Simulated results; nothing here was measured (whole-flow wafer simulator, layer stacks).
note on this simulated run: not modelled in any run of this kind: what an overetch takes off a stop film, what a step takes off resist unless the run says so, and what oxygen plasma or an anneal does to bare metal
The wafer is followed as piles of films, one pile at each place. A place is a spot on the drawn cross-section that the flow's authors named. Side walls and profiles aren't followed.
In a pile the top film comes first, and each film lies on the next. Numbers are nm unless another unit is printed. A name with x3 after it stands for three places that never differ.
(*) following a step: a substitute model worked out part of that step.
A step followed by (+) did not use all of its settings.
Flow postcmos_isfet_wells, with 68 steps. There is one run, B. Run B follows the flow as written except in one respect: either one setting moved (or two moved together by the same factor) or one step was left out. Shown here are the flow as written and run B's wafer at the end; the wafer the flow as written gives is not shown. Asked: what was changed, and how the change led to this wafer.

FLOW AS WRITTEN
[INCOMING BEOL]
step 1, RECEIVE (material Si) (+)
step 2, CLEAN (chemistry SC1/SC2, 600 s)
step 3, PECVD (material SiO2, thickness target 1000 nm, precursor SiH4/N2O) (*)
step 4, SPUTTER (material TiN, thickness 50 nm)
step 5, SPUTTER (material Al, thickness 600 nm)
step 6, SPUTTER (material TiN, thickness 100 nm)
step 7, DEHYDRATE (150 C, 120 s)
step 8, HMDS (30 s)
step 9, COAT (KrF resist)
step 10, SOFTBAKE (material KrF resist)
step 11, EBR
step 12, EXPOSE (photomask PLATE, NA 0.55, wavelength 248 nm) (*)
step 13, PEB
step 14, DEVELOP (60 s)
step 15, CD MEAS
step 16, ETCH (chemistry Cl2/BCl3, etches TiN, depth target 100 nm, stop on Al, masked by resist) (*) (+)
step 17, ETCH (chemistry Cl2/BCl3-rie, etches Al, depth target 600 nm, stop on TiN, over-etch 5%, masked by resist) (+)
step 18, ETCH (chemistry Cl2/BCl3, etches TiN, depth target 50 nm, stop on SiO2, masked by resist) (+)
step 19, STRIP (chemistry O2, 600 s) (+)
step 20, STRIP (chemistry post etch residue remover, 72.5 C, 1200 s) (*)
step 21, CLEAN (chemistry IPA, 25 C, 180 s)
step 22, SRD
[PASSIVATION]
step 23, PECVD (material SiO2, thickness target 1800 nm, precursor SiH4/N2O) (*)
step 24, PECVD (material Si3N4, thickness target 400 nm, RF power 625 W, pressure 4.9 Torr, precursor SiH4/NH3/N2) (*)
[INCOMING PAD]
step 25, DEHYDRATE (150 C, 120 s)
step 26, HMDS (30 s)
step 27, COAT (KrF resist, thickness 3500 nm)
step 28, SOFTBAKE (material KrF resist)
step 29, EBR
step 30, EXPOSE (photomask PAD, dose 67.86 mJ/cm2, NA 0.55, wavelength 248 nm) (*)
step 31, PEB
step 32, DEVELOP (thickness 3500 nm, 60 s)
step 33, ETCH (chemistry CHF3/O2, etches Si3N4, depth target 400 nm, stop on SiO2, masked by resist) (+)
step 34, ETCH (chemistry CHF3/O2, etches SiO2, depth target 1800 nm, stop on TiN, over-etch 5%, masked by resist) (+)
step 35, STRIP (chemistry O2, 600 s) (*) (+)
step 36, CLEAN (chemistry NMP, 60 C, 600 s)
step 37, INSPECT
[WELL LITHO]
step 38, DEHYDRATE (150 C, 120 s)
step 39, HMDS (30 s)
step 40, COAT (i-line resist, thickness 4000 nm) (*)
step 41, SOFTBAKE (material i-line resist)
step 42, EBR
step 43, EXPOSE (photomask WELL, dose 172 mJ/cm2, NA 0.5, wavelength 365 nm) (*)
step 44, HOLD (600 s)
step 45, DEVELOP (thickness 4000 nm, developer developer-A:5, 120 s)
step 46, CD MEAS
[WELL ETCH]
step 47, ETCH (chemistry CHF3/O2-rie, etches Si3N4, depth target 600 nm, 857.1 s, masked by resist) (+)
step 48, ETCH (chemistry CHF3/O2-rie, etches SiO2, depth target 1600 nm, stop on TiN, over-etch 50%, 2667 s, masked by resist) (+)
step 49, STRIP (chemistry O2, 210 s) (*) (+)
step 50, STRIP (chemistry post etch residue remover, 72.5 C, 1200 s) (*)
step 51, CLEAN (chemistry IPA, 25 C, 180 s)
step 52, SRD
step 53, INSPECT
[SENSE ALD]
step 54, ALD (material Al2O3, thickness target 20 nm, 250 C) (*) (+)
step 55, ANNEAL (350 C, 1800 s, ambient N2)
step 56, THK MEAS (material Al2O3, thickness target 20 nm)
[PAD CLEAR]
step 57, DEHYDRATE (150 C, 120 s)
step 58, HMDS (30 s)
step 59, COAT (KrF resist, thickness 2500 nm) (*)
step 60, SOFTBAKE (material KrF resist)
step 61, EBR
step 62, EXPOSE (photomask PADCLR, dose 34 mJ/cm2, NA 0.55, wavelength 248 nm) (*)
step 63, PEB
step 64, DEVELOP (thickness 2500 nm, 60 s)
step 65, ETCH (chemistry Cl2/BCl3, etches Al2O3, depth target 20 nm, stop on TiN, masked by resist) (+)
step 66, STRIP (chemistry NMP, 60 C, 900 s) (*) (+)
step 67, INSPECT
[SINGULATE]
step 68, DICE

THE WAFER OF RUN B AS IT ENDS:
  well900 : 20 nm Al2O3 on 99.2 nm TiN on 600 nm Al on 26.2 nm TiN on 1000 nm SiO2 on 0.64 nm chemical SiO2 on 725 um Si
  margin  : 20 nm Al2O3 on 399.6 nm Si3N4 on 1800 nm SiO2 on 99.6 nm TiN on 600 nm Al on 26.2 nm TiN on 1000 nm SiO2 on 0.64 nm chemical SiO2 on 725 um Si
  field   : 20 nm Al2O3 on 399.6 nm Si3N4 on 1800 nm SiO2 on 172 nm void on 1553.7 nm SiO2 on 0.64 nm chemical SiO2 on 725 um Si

Cause: step 4, SPUTTER: thickness 26.2 nm was run, though the flow has thickness 50 nm.
One can read it off the wafer: well900 has TiN 26.2, and step 4 as written asks for 50 nm.

The path from the change to this, step by step:
  step 4, SPUTTER (material TiN, thickness 50 nm)
      field, margin, well900, well1300 x3, pad_rim, pad_clr, pad_open: +26.2 TiN (new film) (as written it would have been: +50 TiN (new film))
  step 18, ETCH (chemistry Cl2/BCl3, etches TiN, depth target 50 nm, stop on SiO2, masked by resist) (+)
      margin, well900, well1300 x3, pad_rim, pad_clr, pad_open: -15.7 KrF resist (as written it would have been: -20 KrF resist)
      field: -26.2 TiN (all of it) (as written it would have been: -50 TiN (all of it))
  step 23, PECVD (material SiO2, thickness target 1800 nm, precursor SiH4/N2O) (*)
      field: +1800 SiO2 (new film), +172 void (new film), +553.7 SiO2 (as written it would have been: +1800 SiO2 (new film), +189.9 void (new film), +559.7 SiO2)
